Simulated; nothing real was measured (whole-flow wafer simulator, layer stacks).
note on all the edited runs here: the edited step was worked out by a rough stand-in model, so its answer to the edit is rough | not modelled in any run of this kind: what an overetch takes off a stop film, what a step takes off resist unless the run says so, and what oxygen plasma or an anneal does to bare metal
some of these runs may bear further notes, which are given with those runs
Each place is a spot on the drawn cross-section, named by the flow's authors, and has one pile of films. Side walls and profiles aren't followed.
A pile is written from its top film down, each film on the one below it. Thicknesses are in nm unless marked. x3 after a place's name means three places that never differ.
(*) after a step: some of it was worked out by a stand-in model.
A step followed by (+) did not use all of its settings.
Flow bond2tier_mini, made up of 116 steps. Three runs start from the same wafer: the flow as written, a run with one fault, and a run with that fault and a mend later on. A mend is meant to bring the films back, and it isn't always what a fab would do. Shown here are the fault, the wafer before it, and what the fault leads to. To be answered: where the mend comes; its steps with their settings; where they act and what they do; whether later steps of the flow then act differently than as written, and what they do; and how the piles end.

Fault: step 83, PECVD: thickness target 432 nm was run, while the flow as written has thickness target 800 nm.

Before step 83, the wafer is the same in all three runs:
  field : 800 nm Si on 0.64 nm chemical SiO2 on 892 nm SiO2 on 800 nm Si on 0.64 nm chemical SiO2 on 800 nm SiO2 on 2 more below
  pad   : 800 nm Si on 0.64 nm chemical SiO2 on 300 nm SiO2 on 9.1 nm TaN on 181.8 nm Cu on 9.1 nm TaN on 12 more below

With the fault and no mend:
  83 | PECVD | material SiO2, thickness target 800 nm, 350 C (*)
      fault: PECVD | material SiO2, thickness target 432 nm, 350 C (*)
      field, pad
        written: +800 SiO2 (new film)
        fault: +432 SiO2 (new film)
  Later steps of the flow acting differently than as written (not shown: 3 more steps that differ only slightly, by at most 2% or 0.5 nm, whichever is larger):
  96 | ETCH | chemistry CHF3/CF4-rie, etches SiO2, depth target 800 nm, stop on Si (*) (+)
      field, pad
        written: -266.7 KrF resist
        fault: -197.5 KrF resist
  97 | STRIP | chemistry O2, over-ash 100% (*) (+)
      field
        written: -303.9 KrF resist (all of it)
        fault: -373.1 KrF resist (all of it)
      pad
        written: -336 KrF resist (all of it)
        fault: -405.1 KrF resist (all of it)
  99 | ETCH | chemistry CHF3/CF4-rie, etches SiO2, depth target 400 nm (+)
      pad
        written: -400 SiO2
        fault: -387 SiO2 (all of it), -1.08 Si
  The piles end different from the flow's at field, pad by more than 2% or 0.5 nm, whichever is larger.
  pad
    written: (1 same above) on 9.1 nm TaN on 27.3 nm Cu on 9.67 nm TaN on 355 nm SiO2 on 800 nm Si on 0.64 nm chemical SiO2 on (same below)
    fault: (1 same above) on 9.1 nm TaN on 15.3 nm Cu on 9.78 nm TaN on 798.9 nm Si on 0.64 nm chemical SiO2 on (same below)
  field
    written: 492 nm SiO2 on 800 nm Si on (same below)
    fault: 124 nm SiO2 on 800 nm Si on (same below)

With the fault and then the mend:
  The mend stands after step 83.
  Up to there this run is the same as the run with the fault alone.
  83a | PECVD | material SiO2, thickness target 368 nm, 350 C (*) (the flow's step 83 again, with other settings)
      field, pad
        +368 SiO2
  Later steps of the flow that are run all act as written at every place that is followed.
  By the end, the piles equal the flow's at every place that both follow.
